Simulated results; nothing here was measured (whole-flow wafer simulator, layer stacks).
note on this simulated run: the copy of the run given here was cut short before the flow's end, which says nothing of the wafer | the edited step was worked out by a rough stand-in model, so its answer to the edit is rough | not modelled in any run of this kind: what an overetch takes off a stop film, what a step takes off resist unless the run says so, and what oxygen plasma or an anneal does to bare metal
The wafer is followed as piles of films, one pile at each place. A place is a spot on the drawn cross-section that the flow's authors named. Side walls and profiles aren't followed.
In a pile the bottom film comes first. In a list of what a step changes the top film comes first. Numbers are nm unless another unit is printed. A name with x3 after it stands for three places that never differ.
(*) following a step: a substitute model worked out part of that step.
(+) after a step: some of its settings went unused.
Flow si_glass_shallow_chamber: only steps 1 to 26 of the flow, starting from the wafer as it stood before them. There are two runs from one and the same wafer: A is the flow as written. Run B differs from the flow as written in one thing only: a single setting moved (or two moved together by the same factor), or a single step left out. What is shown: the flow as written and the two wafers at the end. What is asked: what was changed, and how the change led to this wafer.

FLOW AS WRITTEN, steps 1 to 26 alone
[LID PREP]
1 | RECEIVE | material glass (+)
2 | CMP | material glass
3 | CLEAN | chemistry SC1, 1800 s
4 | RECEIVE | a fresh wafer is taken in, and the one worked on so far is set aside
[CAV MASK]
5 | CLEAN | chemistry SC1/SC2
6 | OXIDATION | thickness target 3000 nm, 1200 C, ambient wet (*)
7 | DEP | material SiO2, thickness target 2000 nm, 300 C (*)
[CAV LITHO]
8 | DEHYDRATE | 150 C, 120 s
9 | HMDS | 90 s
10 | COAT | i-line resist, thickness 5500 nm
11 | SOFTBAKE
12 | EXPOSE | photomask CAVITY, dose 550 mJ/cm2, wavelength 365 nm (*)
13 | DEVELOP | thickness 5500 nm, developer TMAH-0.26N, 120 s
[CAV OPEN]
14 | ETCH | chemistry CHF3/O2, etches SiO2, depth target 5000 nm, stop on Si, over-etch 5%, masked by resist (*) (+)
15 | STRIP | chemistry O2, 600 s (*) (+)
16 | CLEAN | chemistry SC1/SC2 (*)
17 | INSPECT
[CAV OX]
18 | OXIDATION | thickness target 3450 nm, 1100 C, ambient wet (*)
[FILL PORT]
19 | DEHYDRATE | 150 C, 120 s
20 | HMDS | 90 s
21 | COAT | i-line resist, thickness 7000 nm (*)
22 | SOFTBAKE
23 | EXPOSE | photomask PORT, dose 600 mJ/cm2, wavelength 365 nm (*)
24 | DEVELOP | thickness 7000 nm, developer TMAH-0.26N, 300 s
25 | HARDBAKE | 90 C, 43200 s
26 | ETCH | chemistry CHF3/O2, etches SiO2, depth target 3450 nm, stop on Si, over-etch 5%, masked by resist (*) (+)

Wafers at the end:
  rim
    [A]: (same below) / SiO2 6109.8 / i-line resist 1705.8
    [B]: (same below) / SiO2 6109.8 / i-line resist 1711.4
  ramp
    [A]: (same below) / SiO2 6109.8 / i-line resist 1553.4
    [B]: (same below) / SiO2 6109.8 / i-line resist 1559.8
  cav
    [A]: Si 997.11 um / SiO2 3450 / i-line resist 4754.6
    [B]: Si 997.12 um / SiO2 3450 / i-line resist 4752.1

What caused this: step 14, ETCH: over-etch 3.88% was run, whereas the flow has over-etch 5%.

The path from the change to this, step by step:
  14 | ETCH | chemistry CHF3/O2, etches SiO2, depth target 5000 nm, stop on Si, over-etch 5%, masked by resist (*) (+)
      cav, port: A -5000 SiO2 (all of it), -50 Si | B -5000 SiO2 (all of it), -38.8 Si
  15 | STRIP | chemistry O2, 600 s (*) (+)
      rim, ramp, septum, ring: A -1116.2 i-line resist (all of it) | B -1162.8 i-line resist (all of it)
